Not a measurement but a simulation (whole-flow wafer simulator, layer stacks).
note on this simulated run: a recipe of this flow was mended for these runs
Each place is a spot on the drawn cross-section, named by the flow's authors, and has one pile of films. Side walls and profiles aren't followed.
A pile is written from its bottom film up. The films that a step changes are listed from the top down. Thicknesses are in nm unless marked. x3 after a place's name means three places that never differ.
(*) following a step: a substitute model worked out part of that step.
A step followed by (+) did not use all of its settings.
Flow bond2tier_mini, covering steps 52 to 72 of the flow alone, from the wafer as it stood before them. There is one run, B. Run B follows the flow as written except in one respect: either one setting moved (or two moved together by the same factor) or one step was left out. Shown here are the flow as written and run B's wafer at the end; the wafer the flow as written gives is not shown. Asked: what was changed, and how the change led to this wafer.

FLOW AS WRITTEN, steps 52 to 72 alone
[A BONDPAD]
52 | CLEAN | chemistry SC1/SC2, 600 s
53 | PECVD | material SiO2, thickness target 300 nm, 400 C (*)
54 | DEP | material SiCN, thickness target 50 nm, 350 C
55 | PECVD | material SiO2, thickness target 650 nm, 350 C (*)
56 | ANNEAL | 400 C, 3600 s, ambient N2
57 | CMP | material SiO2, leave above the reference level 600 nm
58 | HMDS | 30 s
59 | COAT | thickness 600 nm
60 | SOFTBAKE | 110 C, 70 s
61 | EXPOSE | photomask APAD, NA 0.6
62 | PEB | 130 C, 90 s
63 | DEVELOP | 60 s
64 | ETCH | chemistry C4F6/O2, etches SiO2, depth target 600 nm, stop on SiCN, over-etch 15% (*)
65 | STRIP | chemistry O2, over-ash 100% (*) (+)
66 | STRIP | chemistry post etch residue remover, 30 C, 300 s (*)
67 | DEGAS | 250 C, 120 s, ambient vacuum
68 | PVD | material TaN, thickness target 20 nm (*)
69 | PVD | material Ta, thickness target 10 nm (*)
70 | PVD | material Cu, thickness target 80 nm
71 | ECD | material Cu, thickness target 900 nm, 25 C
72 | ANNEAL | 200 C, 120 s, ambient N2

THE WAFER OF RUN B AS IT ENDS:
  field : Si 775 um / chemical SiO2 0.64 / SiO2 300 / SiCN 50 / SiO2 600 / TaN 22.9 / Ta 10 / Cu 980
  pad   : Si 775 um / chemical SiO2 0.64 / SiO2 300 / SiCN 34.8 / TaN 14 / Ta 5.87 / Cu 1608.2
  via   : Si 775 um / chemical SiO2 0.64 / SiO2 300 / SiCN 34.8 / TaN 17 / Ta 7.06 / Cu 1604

What caused this: step 68, PVD: thickness target 22.9 nm was run, whereas the flow has thickness target 20 nm.
One can read it off the wafer: field has TaN 22.9, and step 68 as written asks for 20 nm.

Step by step, how the change led to this:
  68 | PVD | material TaN, thickness target 20 nm (*)
      field: +22.9 TaN (new film) (as written it would have been: +20 TaN (new film))
      pad: +14 TaN (new film) (as written it would have been: +12.3 TaN (new film))
      (and at 1 other place as well)
